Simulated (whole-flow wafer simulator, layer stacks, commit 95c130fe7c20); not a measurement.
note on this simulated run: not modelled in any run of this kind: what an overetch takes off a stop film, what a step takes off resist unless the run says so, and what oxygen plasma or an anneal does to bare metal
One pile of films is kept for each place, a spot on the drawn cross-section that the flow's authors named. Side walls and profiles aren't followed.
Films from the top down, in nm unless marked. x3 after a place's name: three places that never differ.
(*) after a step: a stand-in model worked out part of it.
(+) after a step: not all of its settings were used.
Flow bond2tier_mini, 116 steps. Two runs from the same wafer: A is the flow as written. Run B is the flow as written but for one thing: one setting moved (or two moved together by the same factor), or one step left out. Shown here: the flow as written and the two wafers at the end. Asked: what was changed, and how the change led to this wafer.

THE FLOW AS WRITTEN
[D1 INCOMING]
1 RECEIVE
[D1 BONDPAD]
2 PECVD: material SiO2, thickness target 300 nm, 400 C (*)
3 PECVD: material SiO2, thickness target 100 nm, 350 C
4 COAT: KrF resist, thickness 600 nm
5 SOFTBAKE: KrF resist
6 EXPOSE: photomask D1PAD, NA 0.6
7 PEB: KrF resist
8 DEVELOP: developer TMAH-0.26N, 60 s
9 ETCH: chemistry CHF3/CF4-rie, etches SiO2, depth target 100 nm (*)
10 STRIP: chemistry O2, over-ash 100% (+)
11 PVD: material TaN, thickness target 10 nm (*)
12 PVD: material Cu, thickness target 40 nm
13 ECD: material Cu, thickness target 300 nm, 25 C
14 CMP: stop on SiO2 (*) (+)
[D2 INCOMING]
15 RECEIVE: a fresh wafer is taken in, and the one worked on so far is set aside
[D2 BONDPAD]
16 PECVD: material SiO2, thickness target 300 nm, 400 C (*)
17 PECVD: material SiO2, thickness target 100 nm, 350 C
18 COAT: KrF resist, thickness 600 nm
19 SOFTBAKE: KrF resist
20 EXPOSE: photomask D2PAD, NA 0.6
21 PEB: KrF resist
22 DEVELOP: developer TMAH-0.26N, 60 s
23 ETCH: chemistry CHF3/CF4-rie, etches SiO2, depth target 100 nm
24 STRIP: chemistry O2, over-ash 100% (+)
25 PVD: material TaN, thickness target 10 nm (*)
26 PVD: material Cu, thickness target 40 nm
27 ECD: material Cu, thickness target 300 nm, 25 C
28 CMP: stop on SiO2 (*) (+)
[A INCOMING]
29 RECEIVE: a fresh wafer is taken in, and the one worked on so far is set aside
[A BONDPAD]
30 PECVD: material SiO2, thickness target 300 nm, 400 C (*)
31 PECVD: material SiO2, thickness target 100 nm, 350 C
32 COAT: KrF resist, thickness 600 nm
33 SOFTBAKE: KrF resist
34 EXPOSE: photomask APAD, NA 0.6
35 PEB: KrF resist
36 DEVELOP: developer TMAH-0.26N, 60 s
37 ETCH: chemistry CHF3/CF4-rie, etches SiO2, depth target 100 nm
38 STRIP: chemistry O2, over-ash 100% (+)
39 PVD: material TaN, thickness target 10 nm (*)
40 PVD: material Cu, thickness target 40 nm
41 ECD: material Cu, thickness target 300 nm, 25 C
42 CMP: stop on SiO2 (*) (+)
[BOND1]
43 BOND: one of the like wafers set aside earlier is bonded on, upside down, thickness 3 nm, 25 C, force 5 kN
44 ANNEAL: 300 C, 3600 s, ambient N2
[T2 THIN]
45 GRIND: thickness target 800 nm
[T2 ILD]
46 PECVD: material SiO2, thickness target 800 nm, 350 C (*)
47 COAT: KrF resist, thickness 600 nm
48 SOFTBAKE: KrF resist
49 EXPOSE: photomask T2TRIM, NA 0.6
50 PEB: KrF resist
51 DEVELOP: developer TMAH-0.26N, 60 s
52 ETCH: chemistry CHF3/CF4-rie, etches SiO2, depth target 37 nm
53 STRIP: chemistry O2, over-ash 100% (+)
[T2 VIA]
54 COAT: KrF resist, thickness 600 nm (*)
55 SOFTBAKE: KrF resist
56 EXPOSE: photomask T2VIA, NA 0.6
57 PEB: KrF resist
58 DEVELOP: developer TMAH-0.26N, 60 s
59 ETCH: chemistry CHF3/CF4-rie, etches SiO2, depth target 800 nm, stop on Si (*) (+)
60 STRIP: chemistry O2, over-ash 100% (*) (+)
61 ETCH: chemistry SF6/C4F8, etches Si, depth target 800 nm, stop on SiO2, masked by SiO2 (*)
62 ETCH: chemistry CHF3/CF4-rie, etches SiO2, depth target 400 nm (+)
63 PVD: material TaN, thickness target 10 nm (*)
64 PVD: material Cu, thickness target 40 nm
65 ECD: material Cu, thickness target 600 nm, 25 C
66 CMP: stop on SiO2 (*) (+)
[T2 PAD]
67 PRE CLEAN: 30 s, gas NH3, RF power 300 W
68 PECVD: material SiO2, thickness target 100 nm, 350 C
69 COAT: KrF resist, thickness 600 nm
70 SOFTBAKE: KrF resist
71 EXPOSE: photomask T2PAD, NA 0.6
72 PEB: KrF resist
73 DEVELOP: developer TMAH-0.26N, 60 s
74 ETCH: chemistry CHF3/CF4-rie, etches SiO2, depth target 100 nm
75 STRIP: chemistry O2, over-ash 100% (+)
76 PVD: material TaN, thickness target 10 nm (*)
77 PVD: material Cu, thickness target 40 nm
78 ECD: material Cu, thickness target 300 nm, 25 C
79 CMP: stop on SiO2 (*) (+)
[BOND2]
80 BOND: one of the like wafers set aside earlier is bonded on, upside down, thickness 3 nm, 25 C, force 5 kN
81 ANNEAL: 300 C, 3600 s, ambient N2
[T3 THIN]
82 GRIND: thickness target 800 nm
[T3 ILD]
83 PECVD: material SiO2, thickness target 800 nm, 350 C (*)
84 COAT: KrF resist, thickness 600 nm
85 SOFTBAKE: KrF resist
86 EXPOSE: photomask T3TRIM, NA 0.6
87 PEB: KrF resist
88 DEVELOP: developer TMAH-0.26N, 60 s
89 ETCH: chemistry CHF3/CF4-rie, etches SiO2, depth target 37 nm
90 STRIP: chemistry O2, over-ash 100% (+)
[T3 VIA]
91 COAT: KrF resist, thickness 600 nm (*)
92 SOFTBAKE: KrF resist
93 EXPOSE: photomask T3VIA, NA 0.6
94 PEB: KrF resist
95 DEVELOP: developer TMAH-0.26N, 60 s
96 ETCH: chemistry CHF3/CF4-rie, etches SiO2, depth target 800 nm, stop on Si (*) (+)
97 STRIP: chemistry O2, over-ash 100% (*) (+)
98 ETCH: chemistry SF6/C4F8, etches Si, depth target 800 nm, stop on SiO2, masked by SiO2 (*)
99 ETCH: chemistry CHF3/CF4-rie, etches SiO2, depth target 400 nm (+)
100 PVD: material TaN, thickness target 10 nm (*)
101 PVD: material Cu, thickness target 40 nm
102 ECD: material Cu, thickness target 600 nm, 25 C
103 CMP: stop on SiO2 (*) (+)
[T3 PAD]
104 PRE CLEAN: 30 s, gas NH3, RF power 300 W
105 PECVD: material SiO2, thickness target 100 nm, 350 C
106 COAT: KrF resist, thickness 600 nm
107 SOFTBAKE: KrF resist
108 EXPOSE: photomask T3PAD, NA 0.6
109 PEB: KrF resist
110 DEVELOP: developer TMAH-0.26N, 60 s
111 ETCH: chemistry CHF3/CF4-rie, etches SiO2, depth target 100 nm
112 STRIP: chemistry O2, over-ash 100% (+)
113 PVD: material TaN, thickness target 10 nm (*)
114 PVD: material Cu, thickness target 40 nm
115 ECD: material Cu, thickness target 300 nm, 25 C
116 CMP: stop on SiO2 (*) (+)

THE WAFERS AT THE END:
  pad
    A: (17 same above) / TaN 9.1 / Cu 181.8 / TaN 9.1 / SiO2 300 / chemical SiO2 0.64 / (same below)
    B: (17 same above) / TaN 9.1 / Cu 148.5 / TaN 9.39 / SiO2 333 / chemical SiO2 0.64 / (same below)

The cause: step 37, ETCH: depth target 67 nm was run, where the flow has depth target 100 nm.

How the change led to this, step by step:
  37 ETCH: chemistry CHF3/CF4-rie, etches SiO2, depth target 100 nm
      pad, via: A SiO2 -100 | B SiO2 -67
      field: A KrF resist -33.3 | B KrF resist -22.3
  40 PVD: material Cu, thickness target 40 nm
      pad: A Cu +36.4 (new film) | B Cu +37.6 (new film)
  41 ECD: material Cu, thickness target 300 nm, 25 C
      pad: A Cu +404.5 | B Cu +370
      via: A Cu +400.2 | B Cu +367.1
